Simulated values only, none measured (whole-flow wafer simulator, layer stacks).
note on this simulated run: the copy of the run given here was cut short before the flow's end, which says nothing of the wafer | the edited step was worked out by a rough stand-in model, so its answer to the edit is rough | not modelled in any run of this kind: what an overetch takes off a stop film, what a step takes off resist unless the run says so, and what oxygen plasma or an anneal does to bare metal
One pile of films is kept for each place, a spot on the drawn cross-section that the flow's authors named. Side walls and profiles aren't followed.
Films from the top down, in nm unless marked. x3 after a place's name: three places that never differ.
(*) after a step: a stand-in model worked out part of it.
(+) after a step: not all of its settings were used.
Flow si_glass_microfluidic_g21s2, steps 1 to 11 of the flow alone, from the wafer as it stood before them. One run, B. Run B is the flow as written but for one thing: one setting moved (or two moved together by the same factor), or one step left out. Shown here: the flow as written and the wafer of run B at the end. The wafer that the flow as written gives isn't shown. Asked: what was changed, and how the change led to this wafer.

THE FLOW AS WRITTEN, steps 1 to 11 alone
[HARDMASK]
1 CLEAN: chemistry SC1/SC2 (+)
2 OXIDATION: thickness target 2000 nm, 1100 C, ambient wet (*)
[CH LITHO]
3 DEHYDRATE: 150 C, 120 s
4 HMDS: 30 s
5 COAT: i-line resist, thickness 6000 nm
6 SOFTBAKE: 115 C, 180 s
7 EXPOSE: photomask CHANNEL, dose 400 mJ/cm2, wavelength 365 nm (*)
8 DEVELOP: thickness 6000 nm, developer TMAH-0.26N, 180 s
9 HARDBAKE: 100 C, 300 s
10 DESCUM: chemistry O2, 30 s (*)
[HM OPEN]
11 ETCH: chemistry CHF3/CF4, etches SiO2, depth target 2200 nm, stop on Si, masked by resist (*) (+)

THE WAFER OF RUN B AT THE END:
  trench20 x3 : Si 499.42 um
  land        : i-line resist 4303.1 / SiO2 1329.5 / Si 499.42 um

The cause: step 2, OXIDATION: 990 C was run, where the flow has 1100 C.

How the change led to this, step by step:
  2 OXIDATION: thickness target 2000 nm, 1100 C, ambient wet (*)
      land, trench20 x3: SiO2 +1329.5 (new film), chemical SiO2 -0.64 (all of it), Si -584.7 (as written it would be: SiO2 +2000 (new film), chemical SiO2 -0.64 (all of it), Si -879.7)
  11 ETCH: chemistry CHF3/CF4, etches SiO2, depth target 2200 nm, stop on Si, masked by resist (*) (+)
      trench20 x3: SiO2 -1329.5 (all of it) (as written it would be: SiO2 -2000 (all of it))
      land: i-line resist -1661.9 (as written it would be: i-line resist -1833.3)
